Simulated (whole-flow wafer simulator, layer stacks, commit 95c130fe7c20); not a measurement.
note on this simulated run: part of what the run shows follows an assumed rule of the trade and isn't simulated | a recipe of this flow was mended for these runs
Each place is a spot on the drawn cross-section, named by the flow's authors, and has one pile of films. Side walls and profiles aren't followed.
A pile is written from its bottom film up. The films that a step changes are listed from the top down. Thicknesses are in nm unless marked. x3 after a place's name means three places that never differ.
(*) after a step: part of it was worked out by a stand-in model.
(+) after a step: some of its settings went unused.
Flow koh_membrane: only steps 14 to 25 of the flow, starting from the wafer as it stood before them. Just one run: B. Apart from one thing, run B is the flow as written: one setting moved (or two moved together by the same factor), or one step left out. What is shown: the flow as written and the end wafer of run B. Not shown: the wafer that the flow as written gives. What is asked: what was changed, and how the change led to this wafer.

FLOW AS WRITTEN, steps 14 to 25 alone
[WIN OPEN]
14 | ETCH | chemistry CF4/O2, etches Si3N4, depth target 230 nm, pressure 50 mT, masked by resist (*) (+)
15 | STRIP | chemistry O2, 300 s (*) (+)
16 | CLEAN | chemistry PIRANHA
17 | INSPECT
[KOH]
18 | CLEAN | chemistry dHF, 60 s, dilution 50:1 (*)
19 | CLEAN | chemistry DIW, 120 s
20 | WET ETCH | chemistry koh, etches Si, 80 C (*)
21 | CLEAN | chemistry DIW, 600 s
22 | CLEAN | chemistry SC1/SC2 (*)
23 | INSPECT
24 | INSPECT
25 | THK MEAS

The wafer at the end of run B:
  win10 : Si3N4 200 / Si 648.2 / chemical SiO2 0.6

Cause: step 14, ETCH: depth target 213 nm was run, though the flow has depth target 230 nm.

Step by step, how the change led to this:
  14 | ETCH | chemistry CF4/O2, etches Si3N4, depth target 230 nm, pressure 50 mT, masked by resist (*) (+)
      win20 x4, win10: Si3N4 loses 200 (all of it), chemical SiO2 loses 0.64 (all of it), Si loses 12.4 (it would be, as written: Si3N4 loses 200 (all of it), chemical SiO2 loses 0.64 (all of it), Si loses 29.4)
      field: i-line-resist loses 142 (it would be, as written: i-line-resist loses 153.3)
